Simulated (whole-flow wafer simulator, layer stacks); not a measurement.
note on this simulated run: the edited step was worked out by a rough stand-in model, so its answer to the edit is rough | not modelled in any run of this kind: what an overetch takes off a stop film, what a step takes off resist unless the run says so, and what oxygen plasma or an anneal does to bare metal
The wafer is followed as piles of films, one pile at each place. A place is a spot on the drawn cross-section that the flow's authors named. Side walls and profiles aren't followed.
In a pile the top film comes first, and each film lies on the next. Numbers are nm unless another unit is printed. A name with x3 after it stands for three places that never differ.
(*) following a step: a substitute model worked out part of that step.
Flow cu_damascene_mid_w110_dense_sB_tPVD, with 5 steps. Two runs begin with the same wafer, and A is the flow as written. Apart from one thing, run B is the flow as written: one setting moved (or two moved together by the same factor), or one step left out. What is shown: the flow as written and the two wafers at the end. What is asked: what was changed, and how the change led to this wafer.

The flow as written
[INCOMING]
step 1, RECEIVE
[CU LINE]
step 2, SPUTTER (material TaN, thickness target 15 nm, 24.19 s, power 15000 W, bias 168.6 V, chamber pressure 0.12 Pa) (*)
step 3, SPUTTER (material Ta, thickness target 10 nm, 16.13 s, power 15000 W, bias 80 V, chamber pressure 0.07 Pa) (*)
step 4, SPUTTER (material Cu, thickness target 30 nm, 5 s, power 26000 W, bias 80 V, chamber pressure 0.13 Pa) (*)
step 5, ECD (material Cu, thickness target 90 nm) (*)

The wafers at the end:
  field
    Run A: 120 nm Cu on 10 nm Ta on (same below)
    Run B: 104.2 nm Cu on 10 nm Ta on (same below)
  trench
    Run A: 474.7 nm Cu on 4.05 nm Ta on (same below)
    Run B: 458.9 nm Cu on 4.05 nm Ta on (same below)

The reason: step 5, ECD: thickness target 74.2 nm was run, while the flow as written has thickness target 90 nm.

The path from the change to this, step by step:
  step 5, ECD (material Cu, thickness target 90 nm) (*)
      field: A +90 Cu | B +74.2 Cu
      trench: A +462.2 Cu | B +446.4 Cu
